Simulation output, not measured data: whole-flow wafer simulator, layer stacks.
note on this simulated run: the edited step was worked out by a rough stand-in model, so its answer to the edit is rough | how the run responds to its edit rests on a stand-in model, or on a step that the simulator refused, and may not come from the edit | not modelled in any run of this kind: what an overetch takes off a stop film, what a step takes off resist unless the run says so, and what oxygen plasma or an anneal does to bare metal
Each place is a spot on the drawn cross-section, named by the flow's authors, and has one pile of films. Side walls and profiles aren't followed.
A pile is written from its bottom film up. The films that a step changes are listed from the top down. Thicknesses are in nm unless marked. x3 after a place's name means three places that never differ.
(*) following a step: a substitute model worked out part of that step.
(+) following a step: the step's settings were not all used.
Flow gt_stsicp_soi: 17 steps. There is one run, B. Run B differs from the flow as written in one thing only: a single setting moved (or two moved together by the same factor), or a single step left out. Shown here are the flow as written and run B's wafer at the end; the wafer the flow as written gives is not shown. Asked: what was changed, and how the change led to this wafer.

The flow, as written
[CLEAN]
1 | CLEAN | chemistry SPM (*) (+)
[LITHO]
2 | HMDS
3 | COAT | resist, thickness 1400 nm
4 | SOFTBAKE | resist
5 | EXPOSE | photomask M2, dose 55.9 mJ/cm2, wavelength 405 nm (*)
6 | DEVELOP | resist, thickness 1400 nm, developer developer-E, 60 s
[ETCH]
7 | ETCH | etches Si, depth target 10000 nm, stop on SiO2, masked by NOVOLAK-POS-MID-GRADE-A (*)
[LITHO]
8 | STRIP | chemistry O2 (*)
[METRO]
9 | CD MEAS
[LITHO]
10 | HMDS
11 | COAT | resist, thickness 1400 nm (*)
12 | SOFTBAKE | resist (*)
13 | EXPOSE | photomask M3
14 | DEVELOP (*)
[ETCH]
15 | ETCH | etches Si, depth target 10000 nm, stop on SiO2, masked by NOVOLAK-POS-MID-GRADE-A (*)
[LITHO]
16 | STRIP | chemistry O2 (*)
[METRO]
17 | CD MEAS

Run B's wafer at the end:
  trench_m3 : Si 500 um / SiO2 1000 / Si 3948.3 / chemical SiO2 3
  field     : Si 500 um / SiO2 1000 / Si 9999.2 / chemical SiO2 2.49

What caused this: step 15, ETCH: depth target 6050 nm was run, whereas the flow has depth target 10000 nm.

The path from the change to this, step by step:
  15 | ETCH | etches Si, depth target 10000 nm, stop on SiO2, masked by NOVOLAK-POS-MID-GRADE-A (*)
      trench_m3: chemical SiO2 loses 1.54 (all of it), Si loses 6050 (as written it would have been: chemical SiO2 loses 1.54 (all of it), Si loses 9999.6 (all of it))
      field, trench_m2: resist loses 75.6 (as written it would have been: resist loses 125)
  16 | STRIP | chemistry O2 (*)
      trench_m3: chemical SiO2 gains 3 (new film), Si loses 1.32 (as written it would have been: nothing)
      field: resist loses 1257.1 (all of it), chemical SiO2 gains 0.94, Si loses 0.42 (as written it would have been: resist loses 1207.8 (all of it), chemical SiO2 gains 0.94, Si loses 0.41)
